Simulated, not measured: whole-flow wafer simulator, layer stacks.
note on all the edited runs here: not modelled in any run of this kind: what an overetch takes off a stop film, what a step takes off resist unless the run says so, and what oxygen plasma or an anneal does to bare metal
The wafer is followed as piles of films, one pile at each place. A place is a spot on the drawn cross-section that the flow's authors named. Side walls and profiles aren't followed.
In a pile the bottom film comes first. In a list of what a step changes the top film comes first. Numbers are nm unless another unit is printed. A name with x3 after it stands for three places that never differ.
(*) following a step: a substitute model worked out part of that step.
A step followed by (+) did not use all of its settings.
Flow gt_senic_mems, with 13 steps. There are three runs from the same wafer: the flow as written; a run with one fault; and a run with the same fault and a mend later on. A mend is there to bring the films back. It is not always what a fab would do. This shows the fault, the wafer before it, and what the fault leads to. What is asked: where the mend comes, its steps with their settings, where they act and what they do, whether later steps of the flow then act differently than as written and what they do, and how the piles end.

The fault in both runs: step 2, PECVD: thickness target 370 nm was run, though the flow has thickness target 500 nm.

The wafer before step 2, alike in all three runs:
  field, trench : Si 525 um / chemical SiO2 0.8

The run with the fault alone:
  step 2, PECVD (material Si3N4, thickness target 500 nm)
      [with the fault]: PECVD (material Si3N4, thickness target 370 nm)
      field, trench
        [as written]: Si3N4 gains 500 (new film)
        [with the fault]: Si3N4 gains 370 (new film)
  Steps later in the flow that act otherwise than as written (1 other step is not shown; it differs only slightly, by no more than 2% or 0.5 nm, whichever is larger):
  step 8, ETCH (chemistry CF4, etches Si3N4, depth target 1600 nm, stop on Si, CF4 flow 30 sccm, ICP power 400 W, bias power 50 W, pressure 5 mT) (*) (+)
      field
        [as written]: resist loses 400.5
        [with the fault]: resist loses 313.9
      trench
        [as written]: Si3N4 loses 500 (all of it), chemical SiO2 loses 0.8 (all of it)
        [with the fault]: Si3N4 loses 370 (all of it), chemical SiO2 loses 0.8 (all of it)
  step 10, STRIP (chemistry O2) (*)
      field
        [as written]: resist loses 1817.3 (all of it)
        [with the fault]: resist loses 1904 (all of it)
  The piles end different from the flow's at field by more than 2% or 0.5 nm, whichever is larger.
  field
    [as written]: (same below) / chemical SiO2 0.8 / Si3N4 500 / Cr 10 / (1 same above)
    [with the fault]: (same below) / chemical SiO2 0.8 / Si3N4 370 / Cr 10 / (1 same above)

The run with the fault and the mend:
  The mend stands after step 7.
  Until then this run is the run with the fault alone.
  step 7a, STRIP (chemistry O2) (*)
      field
        resist loses 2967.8 (all of it)
  step 7b, PECVD (material Si3N4, thickness target 130 nm) (a further turn of the flow's step 2, with different settings)
      field, trench
        Si3N4 gains 130
  step 7c, HMDS (a further turn of the flow's step 3)
      does not change any film at any place that is followed
  step 7d, COAT (resist, thickness 3000 nm) (a further turn of the flow's step 4)
      field, trench
        resist gains 3000 (new film)
  step 7e, SOFTBAKE (resist) (a further turn of the flow's step 5)
      does not change any film at any place that is followed
  step 7f, EXPOSE (photomask DEVICE, dose 108.9 mJ/cm2, wavelength 405 nm) (*) (a further turn of the flow's step 6)
      does not change any film at any place that is followed
  step 7g, DEVELOP (resist, thickness 3000 nm, developer developer-E, 60 s) (a further turn of the flow's step 7)
      field
        resist loses 32.2
      trench
        resist loses 3000 (all of it)
  Later steps of the flow that are run all act as written at every place that is followed.
  The piles end the same as the flow's at every place that both follow.
